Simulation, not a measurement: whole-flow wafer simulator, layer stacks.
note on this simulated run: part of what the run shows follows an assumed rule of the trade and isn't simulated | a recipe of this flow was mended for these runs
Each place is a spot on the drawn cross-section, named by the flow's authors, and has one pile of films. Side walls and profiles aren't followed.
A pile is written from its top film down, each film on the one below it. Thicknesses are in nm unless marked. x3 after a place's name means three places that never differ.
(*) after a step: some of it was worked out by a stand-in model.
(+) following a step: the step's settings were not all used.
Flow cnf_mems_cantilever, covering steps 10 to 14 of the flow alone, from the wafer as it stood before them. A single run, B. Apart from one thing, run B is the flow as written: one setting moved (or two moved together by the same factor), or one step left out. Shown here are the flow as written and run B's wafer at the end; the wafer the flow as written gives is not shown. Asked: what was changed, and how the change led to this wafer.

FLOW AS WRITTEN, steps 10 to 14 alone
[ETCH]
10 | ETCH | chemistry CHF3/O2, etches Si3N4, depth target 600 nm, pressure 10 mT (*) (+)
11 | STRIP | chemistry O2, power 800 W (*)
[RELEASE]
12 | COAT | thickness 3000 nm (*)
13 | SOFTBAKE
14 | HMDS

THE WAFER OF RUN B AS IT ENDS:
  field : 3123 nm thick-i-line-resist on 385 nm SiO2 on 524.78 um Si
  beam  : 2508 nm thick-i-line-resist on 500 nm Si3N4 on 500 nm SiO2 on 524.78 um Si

The reason: step 10, ETCH: depth target 730 nm was run, while the flow as written has depth target 600 nm.

How this came from the change, step by step:
  10 | ETCH | chemistry CHF3/O2, etches Si3N4, depth target 600 nm, pressure 10 mT (*) (+)
      field: -500 Si3N4 (all of it), -115 SiO2 (in the flow as written it would be: -500 Si3N4 (all of it), -50 SiO2)
      beam: -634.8 KrF-resist (in the flow as written it would be: -521.7 KrF-resist)
  11 | STRIP | chemistry O2, power 800 W (*)
      beam: -347.9 KrF-resist (all of it) (in the flow as written it would be: -460.9 KrF-resist (all of it))
  13 | SOFTBAKE
      field: +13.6 thick-i-line-resist (in the flow as written it would be: +11.9 thick-i-line-resist)
      beam: -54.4 thick-i-line-resist (in the flow as written it would be: -47.6 thick-i-line-resist)
